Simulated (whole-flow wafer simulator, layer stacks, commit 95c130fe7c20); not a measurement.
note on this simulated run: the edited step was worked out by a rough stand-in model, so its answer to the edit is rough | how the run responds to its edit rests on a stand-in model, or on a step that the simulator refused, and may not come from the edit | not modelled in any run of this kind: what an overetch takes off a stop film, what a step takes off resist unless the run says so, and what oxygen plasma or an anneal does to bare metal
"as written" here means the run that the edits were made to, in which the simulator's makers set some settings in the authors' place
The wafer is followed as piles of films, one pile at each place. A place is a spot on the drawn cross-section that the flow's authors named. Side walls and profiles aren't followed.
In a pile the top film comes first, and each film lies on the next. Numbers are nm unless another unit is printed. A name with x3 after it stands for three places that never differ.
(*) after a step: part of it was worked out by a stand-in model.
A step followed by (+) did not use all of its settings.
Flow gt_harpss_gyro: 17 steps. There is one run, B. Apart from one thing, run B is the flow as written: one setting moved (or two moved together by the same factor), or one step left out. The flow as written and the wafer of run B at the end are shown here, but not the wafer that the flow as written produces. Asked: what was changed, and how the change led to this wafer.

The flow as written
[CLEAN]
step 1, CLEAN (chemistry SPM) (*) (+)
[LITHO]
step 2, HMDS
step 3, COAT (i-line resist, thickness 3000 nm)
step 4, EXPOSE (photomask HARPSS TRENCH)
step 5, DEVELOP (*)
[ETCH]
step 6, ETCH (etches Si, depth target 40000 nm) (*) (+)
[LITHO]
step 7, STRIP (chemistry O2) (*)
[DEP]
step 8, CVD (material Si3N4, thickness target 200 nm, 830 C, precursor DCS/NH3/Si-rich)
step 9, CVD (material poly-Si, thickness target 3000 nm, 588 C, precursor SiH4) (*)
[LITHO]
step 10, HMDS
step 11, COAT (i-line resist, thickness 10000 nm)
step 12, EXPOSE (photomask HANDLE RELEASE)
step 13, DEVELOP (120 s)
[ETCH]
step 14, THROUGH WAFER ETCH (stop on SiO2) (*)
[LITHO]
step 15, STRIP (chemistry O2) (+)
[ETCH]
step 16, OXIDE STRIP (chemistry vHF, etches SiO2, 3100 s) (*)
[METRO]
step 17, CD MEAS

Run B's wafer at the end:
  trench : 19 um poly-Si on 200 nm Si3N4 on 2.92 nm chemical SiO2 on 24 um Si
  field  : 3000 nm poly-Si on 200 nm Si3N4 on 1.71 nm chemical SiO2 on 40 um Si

Cause: step 6, ETCH: depth target 16000 nm was run, whereas the flow has depth target 40000 nm.

The path from the change to this, step by step:
  step 6, ETCH (etches Si, depth target 40000 nm) (*) (+)
      trench: -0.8 chemical SiO2 (all of it), -16 um Si (in the flow as written it would be: -0.8 chemical SiO2 (all of it), -40 um Si (all of it))
      field: -200 i-line resist (in the flow as written it would be: -500 i-line resist)
  step 7, STRIP (chemistry O2) (*)
      trench: +2.92 chemical SiO2 (new film), -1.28 Si (in the flow as written it would be: nothing)
      field: -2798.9 i-line resist (all of it), +0.91 chemical SiO2, -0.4 Si (in the flow as written it would be: -2498.9 i-line resist (all of it), +0.87 chemical SiO2, -0.38 Si)
  step 8, CVD (material Si3N4, thickness target 200 nm, 830 C, precursor DCS/NH3/Si-rich)
      trench: +200 Si3N4 (new film) (in the flow as written it would be: +195.9 Si3N4 (new film))
  step 9, CVD (material poly-Si, thickness target 3000 nm, 588 C, precursor SiH4) (*)
      trench: +19 um poly-Si (new film) (in the flow as written it would be: +43.01 um poly-Si (new film))
